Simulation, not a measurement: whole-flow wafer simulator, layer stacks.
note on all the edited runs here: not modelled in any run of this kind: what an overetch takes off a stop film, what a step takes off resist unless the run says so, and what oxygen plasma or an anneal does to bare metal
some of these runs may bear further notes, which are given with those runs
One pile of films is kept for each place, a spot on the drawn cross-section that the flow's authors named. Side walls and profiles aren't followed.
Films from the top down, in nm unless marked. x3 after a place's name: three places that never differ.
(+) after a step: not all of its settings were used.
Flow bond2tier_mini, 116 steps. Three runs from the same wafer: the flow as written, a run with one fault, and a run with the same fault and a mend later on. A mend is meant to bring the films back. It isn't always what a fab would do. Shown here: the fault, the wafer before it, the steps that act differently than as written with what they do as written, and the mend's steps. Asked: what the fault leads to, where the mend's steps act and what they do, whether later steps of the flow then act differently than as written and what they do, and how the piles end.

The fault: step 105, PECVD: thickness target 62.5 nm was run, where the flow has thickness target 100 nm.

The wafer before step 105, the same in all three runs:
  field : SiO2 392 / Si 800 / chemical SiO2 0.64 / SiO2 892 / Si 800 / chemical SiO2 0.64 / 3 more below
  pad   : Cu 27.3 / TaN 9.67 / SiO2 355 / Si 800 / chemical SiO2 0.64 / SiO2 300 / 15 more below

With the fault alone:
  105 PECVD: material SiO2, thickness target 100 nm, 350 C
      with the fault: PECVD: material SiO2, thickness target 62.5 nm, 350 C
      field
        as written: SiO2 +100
        with the fault: SiO2 +62.5
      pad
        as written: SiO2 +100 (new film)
        with the fault: SiO2 +62.5 (new film)
  Later steps of the flow that act differently than as written (2 more steps differ only slightly, by at most 2% or 0.5 nm, whichever is larger, and aren't shown):
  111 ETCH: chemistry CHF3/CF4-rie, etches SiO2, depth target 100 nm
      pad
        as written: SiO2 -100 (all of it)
        with the fault: SiO2 -62.5 (all of it), Cu -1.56
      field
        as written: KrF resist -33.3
        with the fault: KrF resist -31.2
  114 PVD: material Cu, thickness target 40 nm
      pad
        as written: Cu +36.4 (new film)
        with the fault: Cu +37.7 (new film)
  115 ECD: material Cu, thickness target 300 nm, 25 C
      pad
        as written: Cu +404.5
        with the fault: Cu +366.9
  At the end the piles differ from the flow's by more than 2% or 0.5 nm, whichever is larger, at field, pad.
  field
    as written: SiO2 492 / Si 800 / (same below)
    with the fault: SiO2 454.5 / Si 800 / (same below)
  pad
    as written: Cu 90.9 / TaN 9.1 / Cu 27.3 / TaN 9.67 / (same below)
    with the fault: Cu 54.6 / TaN 9.47 / Cu 25.8 / TaN 9.67 / (same below)

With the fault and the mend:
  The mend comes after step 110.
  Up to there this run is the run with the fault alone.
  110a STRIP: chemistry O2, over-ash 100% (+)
      field
        KrF resist -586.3 (all of it)
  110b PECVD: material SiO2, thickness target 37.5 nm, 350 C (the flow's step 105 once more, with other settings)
      field, pad
        SiO2 +37.5
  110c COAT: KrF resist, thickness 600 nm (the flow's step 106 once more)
      field, pad
        KrF resist +600 (new film)
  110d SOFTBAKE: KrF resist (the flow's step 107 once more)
      changes no film at any place that is followed
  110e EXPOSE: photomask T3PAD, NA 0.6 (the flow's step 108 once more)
      changes no film at any place that is followed
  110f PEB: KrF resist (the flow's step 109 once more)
      changes no film at any place that is followed
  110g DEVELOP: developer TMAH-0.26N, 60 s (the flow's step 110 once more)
      field
        KrF resist -13.7
      pad
        KrF resist -600 (all of it)
  No later step of the flow acts differently than as written at any place that is followed.
  At the end the piles are the same as the flow's at every place that both follow.
